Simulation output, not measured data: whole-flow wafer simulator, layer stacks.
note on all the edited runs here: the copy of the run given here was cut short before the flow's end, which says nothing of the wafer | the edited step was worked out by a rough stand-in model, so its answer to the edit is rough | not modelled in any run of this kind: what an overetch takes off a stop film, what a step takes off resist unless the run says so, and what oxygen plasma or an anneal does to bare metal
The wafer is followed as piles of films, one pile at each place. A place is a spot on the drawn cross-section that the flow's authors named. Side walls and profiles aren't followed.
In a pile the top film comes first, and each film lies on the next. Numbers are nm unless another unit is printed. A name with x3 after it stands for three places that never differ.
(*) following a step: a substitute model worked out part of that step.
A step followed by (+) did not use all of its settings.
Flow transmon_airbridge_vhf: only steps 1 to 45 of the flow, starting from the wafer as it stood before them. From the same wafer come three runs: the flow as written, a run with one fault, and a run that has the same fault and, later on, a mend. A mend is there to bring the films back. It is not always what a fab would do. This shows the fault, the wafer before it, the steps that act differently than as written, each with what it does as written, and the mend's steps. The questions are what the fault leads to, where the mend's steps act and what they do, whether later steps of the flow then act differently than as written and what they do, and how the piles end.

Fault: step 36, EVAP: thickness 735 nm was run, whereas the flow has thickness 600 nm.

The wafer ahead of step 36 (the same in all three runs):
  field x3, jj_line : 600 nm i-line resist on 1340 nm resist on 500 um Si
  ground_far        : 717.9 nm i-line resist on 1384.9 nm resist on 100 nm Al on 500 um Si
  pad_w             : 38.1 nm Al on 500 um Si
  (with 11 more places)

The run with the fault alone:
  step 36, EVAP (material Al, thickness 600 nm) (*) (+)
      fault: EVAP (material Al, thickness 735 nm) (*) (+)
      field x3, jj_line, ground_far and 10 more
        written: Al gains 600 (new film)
        fault: Al gains 735 (new film)
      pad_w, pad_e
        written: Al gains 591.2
        fault: Al gains 724.3
  Later steps of the flow acting differently than as written:
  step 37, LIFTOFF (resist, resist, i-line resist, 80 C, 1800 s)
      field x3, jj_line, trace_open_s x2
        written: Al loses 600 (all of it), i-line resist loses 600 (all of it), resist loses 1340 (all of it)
        fault: Al loses 735 (all of it), i-line resist loses 600 (all of it), resist loses 1340 (all of it)
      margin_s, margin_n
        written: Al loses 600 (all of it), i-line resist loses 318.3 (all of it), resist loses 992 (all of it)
        fault: Al loses 735 (all of it), i-line resist loses 318.3 (all of it), resist loses 992 (all of it)
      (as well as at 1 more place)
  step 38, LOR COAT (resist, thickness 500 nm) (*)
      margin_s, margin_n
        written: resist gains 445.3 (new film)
        fault: resist gains 455.5 (new film)
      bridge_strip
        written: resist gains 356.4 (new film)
        fault: resist gains 344.1 (new film)
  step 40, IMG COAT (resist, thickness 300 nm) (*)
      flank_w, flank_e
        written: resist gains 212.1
        fault: resist gains 207.7
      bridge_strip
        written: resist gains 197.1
        fault: resist gains 189.1
  The piles end different from the flow's at pad_w, flank_w, gap_w, cpw_trace, gap_e, flank_e, pad_e, bridge_strip by more than 2% or 0.5 nm, whichever is larger.
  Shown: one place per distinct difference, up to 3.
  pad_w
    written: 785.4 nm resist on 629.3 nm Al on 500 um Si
    fault: 770.4 nm resist on 762.3 nm Al on 500 um Si
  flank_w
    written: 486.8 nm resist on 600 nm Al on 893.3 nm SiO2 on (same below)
    fault: 479.1 nm resist on 735 nm Al on 893.3 nm SiO2 on (same below)
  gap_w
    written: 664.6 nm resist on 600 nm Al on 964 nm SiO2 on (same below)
    fault: 654.6 nm resist on 735 nm Al on 964 nm SiO2 on (same below)

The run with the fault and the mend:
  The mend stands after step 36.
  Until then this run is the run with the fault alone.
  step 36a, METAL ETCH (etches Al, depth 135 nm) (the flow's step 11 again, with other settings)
      field x3, jj_line, ground_far and 12 more
        Al loses 135
  Every later step of the flow that is run acts as written, at every place that is followed, to within 2% or 0.5 nm, whichever is larger.
  At the end the piles are close to the flow's at the places that both follow, differing by at most 2% or 0.5 nm, whichever is larger.
